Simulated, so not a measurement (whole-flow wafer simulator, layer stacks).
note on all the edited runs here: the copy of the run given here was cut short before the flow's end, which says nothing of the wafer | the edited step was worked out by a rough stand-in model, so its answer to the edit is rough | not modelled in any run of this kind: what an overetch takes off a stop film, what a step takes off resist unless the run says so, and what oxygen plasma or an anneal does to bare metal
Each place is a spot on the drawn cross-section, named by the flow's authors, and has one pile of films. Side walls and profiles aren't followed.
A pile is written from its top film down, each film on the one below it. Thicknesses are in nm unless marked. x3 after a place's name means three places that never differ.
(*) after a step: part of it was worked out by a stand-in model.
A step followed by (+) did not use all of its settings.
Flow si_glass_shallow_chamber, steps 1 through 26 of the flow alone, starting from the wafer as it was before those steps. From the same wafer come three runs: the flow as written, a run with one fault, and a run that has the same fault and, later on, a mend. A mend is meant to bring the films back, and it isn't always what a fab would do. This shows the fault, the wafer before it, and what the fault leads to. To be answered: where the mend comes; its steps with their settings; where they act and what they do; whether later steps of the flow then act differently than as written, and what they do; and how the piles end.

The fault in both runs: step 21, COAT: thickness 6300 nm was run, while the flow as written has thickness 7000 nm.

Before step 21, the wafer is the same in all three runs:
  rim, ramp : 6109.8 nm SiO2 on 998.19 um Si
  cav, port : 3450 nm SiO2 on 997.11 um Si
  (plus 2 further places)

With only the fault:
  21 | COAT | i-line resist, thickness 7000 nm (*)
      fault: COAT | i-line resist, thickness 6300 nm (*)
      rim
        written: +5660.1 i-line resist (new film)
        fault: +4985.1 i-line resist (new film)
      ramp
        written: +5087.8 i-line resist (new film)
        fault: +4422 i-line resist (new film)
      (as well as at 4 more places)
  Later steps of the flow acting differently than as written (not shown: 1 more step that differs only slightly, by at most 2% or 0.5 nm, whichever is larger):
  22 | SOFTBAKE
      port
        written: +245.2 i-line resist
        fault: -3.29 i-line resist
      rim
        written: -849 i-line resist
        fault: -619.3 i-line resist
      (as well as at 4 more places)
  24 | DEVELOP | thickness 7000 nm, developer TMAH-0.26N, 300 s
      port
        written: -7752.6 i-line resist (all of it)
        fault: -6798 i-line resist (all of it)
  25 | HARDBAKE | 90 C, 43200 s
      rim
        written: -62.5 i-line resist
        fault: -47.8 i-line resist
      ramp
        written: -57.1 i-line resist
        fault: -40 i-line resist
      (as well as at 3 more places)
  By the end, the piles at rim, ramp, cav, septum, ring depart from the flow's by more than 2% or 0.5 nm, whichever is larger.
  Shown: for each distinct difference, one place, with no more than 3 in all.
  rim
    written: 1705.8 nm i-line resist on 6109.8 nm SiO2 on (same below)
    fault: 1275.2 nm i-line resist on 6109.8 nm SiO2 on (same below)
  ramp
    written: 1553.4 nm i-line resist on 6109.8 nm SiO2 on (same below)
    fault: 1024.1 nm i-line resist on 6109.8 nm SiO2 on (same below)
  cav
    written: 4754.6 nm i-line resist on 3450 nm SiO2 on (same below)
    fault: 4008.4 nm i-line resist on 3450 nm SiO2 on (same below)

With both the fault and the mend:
  After step 25 comes the mend.
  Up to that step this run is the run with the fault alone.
  25a | STRIP | chemistry O2, 1800 s (+)
      rim
        -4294 i-line resist (all of it)
      ramp
        -4042.8 i-line resist (all of it)
      cav
        -7027.1 i-line resist (all of it)
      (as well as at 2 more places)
  25b | DEHYDRATE | 150 C, 120 s (the flow's step 19, run once more)
      leaves every film unchanged at each place that is followed
  25c | HMDS | 90 s (the flow's step 20, run once more)
      leaves every film unchanged at each place that is followed
  25d | COAT | i-line resist, thickness 7000 nm (*) (the flow's step 21, run once more)
      rim
        +5660.1 i-line resist (new film)
      ramp
        +5087.8 i-line resist (new film)
      cav
        +7637.2 i-line resist (new film)
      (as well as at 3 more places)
  25e | SOFTBAKE (the flow's step 22, run once more)
      rim
        -849 i-line resist
      ramp
        -434.5 i-line resist
      cav
        +373.7 i-line resist
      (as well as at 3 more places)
  25f | EXPOSE | photomask PORT, dose 600 mJ/cm2, wavelength 365 nm (*) (the flow's step 23, run once more)
      leaves every film unchanged at each place that is followed
  25g | DEVELOP | developer TMAH-0.26N, 300 s (the flow's step 24, run once more with other settings)
      rim, ramp, cav, septum, ring
        -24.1 i-line resist
      port
        -7752.6 i-line resist (all of it)
  25h | HARDBAKE | 90 C, 43200 s (the flow's step 25, run once more)
      rim
        -62.5 i-line resist
      ramp
        -57.1 i-line resist
      cav
        -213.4 i-line resist
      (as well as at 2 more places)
  None of the later steps of the flow acts differently than as written at any place that is followed.
  The piles end the same as the flow's at every place that both follow.
